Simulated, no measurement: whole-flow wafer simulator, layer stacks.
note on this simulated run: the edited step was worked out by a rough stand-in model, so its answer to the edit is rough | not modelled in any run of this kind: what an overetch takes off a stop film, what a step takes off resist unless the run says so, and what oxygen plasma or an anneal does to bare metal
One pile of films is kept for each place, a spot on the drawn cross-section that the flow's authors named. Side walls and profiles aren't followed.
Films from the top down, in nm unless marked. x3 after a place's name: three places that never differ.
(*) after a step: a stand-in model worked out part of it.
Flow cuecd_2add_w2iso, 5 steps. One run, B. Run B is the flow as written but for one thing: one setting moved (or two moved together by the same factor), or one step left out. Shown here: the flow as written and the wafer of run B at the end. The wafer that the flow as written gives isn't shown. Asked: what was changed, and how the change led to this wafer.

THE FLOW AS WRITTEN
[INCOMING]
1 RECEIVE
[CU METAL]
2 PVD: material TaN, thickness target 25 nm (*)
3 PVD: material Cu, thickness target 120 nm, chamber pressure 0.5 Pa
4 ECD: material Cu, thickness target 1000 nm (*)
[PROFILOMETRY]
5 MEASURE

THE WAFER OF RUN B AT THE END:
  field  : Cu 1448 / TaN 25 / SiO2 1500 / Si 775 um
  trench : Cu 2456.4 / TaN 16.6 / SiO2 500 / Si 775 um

The cause: step 4, ECD: thickness target 1328 nm was run, where the flow has thickness target 1000 nm.

How the change led to this, step by step:
  4 ECD: material Cu, thickness target 1000 nm (*)
      field: Cu +1328 (as written it would be: Cu +1000)
      trench: Cu +2375.6 (as written it would be: Cu +2047.6)
